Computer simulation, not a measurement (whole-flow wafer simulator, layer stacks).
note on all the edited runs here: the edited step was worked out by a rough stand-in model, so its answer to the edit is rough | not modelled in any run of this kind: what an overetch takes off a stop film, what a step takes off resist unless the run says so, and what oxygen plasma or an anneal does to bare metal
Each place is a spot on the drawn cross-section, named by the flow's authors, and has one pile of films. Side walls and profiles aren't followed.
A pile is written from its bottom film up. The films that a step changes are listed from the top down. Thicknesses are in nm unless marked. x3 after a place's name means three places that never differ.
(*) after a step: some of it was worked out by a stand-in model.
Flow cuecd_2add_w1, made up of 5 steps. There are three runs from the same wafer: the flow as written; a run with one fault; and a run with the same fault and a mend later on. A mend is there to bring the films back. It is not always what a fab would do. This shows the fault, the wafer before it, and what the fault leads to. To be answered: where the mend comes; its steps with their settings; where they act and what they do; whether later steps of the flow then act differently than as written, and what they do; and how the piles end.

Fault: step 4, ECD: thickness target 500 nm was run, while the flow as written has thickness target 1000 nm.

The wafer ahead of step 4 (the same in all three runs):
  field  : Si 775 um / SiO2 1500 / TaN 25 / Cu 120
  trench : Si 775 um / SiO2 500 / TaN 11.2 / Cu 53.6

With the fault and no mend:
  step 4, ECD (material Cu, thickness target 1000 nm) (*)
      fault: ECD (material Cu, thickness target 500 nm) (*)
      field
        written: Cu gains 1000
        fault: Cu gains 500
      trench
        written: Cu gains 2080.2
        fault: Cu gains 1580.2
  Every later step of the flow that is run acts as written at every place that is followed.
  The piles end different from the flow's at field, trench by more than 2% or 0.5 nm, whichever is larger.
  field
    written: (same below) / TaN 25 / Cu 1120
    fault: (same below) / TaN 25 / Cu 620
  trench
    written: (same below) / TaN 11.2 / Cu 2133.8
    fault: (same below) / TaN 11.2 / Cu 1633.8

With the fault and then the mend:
  The mend stands after step 5.
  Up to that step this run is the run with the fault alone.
  step 5a, ECD (material Cu, thickness target 500 nm) (a further turn of the flow's step 4, with different settings)
      field, trench
        Cu gains 500
  Every later step of the flow that is run acts as written at every place that is followed.
  At every place that both follow, the piles at the end match the flow's.
